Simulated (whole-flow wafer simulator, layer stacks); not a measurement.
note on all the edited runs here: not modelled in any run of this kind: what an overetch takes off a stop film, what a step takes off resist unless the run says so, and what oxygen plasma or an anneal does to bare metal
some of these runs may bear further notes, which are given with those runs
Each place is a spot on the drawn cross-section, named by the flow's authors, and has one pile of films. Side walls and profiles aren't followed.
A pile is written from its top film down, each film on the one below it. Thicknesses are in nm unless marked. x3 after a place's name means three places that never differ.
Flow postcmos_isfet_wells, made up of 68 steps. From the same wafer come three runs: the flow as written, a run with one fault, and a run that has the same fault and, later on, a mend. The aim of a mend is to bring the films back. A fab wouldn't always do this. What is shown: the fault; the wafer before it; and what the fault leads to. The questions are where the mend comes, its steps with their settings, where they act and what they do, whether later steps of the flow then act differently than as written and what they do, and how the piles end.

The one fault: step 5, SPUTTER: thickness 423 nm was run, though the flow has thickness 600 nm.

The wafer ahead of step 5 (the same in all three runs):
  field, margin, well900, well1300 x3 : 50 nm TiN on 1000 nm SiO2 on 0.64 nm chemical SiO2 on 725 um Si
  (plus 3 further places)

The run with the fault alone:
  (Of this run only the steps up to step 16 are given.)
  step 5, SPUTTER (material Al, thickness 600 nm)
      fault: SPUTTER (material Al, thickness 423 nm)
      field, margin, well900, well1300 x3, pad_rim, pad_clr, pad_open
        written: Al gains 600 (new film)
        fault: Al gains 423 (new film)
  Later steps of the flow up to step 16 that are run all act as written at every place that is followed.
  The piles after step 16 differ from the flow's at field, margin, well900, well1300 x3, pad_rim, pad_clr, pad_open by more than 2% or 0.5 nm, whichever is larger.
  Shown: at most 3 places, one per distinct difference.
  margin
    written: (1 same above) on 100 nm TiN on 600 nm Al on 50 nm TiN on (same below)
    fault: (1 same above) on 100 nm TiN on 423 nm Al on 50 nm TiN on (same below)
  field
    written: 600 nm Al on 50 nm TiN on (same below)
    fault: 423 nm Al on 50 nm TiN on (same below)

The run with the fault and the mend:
  The mend follows step 5.
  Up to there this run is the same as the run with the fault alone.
  step 5a, ETCH (chemistry al pan, depth target 486.4 nm)
      field, margin, well900, well1300 x3, pad_rim, pad_clr, pad_open
        Al loses 423 (all of it)
  step 5b, SPUTTER (material Al, thickness 600 nm) (a further turn of the flow's step 5)
      field, margin, well900, well1300 x3, pad_rim, pad_clr, pad_open
        Al gains 600 (new film)
  Later steps of the flow that are run all act as written at every place that is followed.
  By the end, the piles equal the flow's at every place that both follow.
